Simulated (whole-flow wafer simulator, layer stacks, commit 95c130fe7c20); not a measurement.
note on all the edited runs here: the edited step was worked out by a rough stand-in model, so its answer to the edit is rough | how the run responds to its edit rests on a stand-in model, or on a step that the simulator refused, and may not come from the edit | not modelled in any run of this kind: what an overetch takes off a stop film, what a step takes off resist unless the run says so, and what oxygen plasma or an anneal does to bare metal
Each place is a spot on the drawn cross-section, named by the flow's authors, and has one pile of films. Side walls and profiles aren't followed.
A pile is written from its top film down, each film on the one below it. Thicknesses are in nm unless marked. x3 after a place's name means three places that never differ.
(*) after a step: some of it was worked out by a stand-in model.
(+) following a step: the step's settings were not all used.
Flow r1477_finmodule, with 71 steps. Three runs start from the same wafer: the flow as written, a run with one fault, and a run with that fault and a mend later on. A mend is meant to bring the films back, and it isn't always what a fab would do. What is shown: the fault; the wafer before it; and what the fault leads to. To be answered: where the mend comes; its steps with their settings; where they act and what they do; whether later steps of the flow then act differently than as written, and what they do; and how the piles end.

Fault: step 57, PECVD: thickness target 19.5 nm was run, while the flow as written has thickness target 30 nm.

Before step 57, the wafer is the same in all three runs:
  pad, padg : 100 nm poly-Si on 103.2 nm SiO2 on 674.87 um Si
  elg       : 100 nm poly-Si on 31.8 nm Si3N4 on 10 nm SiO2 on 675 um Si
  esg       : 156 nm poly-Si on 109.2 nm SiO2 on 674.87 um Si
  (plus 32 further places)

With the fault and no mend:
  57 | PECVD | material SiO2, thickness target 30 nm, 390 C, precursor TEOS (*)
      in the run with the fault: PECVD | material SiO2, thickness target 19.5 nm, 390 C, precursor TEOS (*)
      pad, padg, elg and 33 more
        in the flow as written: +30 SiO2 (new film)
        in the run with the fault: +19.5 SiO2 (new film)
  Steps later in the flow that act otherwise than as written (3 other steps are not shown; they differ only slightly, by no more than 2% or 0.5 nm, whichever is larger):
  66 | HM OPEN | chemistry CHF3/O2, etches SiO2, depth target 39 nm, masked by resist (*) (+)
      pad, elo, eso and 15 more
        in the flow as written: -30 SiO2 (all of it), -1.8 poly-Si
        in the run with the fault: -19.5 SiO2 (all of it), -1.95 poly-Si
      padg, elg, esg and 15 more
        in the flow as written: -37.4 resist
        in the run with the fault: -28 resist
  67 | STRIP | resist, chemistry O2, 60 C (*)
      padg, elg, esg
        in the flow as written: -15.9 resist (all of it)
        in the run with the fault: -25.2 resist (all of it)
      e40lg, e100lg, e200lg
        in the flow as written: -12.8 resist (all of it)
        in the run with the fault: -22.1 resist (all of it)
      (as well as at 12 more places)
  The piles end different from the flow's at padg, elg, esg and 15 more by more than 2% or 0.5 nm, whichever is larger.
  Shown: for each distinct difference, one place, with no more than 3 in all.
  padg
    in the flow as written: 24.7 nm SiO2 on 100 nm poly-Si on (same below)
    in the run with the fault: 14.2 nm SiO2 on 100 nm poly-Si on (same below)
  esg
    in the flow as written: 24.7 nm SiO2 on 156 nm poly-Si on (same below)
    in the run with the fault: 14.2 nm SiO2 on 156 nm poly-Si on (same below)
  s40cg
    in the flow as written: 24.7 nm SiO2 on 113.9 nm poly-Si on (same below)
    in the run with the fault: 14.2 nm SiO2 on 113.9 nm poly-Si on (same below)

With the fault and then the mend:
  The mend stands after step 58.
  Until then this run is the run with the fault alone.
  58a | PECVD | material SiO2, thickness target 10.5 nm, 390 C, precursor TEOS (*) (a further turn of the flow's step 57, with different settings)
      pad, padg, elg and 33 more
        +10.5 SiO2
  Every later step of the flow that is run acts as written at every place that is followed.
  By the end, the piles equal the flow's at every place that both follow.
